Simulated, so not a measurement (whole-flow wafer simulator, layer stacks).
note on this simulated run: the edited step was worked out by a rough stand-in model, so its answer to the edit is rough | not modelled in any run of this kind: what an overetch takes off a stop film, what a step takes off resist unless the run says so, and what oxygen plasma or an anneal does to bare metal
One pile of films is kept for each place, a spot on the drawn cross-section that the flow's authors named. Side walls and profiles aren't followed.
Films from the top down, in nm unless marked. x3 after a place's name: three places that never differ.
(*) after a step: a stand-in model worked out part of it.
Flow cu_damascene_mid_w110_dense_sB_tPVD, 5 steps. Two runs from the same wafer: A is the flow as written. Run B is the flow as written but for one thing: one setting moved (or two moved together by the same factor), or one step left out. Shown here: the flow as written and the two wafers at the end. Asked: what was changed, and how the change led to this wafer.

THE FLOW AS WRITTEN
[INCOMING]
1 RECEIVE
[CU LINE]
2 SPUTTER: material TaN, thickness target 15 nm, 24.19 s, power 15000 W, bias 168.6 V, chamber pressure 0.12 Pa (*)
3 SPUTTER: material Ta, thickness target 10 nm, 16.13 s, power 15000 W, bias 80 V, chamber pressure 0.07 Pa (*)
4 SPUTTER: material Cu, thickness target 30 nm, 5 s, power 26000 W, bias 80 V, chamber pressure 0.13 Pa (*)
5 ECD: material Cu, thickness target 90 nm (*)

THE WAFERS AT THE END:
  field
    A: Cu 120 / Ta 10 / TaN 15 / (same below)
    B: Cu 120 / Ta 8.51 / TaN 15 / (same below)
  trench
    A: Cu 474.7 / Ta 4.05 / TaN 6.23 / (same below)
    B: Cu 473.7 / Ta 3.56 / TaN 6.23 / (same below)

The cause: step 3, SPUTTER: 13.11 s was run, where the flow has 16.13 s; step 3, SPUTTER: bias 65.6 V was run, where the flow has bias 80 V.

How the change led to this, step by step:
  3 SPUTTER: material Ta, thickness target 10 nm, 16.13 s, power 15000 W, bias 80 V, chamber pressure 0.07 Pa (*)
      field: A Ta +10 (new film) | B Ta +8.51 (new film)
